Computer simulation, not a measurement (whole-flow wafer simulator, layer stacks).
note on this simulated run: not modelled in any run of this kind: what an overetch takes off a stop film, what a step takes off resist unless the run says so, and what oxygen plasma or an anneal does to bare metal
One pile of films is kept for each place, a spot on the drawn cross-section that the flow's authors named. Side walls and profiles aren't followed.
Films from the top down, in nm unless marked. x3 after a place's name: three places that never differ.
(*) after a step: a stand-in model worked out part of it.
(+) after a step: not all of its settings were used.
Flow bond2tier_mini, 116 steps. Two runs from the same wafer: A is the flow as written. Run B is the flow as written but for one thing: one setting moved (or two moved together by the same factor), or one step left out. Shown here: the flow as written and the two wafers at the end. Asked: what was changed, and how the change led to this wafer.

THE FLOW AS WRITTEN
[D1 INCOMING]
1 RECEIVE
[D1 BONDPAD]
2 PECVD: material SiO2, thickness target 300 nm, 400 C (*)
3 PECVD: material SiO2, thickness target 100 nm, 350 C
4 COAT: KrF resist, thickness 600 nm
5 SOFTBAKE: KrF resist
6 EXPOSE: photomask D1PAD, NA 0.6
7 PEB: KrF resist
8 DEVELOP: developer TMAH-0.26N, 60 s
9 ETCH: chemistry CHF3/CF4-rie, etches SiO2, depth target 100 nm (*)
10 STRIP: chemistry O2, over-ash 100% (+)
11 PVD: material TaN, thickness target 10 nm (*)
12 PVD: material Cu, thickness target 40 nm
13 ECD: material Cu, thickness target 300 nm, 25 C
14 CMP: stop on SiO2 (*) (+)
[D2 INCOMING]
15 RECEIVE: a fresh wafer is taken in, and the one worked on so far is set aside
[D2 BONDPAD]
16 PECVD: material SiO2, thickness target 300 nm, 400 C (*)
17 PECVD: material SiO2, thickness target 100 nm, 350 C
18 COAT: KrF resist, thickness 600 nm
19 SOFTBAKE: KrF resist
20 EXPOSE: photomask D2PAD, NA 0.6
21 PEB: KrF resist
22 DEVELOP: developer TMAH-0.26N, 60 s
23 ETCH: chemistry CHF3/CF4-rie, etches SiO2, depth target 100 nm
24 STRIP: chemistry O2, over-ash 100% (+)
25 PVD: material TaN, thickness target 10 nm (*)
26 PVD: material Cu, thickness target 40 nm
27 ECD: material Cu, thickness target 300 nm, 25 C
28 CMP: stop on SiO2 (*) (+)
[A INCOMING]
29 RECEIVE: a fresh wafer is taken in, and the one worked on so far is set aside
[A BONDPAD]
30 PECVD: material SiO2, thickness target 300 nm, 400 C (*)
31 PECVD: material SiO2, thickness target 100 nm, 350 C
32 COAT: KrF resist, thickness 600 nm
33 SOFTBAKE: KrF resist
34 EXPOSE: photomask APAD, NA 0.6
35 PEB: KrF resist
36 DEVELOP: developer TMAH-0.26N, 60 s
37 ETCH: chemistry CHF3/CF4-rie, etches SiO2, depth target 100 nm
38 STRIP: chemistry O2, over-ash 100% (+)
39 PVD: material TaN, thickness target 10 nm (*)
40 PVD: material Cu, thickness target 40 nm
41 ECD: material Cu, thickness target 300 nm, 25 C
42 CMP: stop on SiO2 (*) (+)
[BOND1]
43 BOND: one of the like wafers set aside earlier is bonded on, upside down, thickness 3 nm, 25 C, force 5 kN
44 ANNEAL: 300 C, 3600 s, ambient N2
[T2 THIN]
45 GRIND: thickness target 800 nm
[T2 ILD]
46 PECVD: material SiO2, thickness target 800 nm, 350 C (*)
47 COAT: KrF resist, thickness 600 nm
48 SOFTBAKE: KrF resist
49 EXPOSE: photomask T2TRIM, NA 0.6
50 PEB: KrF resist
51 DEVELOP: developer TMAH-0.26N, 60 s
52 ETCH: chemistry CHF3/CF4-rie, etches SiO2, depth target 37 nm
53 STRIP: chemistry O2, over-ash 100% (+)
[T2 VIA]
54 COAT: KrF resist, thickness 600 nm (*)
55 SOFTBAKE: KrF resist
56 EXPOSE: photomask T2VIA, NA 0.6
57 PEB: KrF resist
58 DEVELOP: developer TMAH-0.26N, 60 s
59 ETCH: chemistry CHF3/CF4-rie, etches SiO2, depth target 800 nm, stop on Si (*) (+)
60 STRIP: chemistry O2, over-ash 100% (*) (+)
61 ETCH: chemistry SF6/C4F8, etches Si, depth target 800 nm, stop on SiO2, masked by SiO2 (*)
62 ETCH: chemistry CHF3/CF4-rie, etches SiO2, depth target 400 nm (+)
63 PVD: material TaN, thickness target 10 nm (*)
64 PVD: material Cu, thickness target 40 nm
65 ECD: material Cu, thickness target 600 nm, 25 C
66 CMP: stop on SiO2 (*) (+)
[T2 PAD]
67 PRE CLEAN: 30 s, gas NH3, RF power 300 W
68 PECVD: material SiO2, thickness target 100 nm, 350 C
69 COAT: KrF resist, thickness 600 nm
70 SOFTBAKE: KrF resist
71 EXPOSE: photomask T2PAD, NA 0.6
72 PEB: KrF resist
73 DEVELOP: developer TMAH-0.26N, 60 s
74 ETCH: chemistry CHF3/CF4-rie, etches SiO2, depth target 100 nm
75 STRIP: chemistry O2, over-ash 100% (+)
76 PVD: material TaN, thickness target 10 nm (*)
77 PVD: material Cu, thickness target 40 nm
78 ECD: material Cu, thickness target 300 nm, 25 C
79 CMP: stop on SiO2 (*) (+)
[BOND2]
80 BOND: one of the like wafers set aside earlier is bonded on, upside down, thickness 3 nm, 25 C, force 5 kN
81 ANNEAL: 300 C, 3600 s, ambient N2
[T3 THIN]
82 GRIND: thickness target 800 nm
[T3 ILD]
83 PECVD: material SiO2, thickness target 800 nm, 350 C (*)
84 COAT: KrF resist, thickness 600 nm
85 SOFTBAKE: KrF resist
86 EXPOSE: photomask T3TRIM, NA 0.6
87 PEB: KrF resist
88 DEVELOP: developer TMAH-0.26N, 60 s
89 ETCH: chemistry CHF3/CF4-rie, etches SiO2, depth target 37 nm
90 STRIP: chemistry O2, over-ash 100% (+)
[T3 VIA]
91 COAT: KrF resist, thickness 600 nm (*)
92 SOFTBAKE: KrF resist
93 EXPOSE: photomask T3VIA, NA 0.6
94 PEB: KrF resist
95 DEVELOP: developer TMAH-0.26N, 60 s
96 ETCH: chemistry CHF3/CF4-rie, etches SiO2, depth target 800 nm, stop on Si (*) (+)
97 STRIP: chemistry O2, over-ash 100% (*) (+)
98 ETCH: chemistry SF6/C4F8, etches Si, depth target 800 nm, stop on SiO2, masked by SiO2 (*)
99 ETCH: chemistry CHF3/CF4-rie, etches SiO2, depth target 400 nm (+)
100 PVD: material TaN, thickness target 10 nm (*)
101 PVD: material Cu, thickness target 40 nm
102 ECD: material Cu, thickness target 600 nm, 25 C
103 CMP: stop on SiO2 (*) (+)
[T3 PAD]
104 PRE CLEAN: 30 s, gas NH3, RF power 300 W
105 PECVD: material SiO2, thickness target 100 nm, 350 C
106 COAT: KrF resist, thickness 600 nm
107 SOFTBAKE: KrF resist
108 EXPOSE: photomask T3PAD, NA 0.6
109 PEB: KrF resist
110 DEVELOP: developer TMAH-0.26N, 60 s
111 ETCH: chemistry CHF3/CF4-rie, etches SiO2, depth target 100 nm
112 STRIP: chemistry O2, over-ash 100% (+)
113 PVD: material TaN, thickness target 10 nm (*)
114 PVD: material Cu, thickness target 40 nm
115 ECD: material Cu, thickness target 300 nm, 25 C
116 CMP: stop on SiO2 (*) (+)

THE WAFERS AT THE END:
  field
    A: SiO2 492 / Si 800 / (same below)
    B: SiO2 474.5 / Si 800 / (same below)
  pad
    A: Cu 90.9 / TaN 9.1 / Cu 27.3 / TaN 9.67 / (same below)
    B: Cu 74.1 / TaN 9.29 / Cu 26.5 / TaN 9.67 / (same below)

The cause: step 105, PECVD: thickness target 82.5 nm was run, where the flow has thickness target 100 nm.

How the change led to this, step by step:
  105 PECVD: material SiO2, thickness target 100 nm, 350 C
      field: A SiO2 +100 | B SiO2 +82.5
      pad: A SiO2 +100 (new film) | B SiO2 +82.5 (new film)
  111 ETCH: chemistry CHF3/CF4-rie, etches SiO2, depth target 100 nm
      pad: A SiO2 -100 (all of it) | B SiO2 -82.5 (all of it), Cu -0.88
  115 ECD: material Cu, thickness target 300 nm, 25 C
      pad: A Cu +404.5 | B Cu +387.1
